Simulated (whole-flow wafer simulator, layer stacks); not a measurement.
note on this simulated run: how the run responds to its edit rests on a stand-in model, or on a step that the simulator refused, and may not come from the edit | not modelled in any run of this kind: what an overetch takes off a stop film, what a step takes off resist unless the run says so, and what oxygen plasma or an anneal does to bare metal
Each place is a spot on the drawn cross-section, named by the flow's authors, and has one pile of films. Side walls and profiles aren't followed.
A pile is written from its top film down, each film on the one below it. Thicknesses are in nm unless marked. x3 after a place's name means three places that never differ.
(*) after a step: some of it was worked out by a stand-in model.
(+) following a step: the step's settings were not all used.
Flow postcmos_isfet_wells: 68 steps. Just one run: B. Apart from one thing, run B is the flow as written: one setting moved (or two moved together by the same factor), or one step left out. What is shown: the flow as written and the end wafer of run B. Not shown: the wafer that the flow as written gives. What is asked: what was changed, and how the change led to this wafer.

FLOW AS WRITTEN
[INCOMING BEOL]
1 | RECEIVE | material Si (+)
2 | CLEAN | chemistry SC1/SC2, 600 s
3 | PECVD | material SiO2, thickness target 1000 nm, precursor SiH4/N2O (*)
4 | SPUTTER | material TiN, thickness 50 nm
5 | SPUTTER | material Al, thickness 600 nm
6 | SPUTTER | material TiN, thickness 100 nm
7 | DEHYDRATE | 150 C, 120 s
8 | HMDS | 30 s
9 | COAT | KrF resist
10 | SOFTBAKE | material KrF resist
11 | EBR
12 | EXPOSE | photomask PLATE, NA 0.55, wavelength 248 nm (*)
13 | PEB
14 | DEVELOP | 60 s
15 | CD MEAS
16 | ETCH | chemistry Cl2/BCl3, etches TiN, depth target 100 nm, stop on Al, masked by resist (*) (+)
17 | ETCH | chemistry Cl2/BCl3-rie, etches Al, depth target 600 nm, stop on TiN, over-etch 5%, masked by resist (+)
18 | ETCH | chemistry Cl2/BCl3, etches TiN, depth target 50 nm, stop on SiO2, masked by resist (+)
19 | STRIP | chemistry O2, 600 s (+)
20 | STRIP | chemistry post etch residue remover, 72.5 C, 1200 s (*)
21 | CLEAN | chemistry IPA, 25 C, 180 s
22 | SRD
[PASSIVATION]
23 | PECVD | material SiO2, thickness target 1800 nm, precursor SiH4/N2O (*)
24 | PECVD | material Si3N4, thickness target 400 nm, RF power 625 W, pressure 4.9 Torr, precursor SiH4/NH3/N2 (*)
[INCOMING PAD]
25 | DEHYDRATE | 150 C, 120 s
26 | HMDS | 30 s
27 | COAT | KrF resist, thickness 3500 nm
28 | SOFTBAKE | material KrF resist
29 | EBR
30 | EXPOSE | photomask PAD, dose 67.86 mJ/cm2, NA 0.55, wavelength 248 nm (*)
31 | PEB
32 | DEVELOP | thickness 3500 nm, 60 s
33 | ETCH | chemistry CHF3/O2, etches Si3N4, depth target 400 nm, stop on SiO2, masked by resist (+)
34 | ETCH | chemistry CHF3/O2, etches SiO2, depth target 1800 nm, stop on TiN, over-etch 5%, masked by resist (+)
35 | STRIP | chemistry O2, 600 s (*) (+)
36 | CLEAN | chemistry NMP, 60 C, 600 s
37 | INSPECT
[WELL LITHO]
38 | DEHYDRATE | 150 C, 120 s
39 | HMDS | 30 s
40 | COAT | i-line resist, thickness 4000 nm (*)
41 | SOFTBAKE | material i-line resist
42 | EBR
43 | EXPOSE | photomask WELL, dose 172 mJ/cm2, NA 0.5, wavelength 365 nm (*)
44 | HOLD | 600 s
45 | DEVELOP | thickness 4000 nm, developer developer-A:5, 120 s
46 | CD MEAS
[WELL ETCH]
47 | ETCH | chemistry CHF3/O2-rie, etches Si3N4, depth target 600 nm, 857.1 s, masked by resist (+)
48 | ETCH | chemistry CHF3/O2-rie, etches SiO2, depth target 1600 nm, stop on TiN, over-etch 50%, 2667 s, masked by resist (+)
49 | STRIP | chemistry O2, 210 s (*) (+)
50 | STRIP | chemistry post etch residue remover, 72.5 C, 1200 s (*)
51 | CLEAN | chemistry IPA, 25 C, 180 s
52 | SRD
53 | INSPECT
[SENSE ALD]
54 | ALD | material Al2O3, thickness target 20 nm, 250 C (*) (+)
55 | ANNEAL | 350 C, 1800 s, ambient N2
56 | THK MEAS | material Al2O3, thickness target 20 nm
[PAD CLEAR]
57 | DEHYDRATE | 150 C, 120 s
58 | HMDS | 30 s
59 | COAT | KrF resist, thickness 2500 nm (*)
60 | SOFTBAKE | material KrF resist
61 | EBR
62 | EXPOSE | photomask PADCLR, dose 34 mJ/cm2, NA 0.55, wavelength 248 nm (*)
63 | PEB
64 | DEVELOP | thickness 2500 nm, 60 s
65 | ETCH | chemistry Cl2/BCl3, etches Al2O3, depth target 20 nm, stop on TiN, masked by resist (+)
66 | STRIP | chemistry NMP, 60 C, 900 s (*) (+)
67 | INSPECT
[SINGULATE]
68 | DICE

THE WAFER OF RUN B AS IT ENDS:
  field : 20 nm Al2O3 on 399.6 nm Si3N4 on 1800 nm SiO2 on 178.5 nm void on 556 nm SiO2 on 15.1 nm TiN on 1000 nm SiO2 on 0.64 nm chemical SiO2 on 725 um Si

The reason: step 18, ETCH: depth target 34.5 nm was run, though the flow has depth target 50 nm.

The path from the change to this, step by step:
  18 | ETCH | chemistry Cl2/BCl3, etches TiN, depth target 50 nm, stop on SiO2, masked by resist (+)
      field: -34.5 TiN (it would be, as written: -50 TiN (all of it))
      margin, well900, well1300 x3, pad_rim, pad_clr, pad_open: -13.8 KrF resist (it would be, as written: -20 KrF resist)
  23 | PECVD | material SiO2, thickness target 1800 nm, precursor SiH4/N2O (*)
      field: +1800 SiO2 (new film), +178.5 void (new film), +556 SiO2 (new film) (it would be, as written: +1800 SiO2 (new film), +189.9 void (new film), +559.7 SiO2)
With metal films that touch counted as one body, field has 1 body; the flow as written gives 0 bodies.
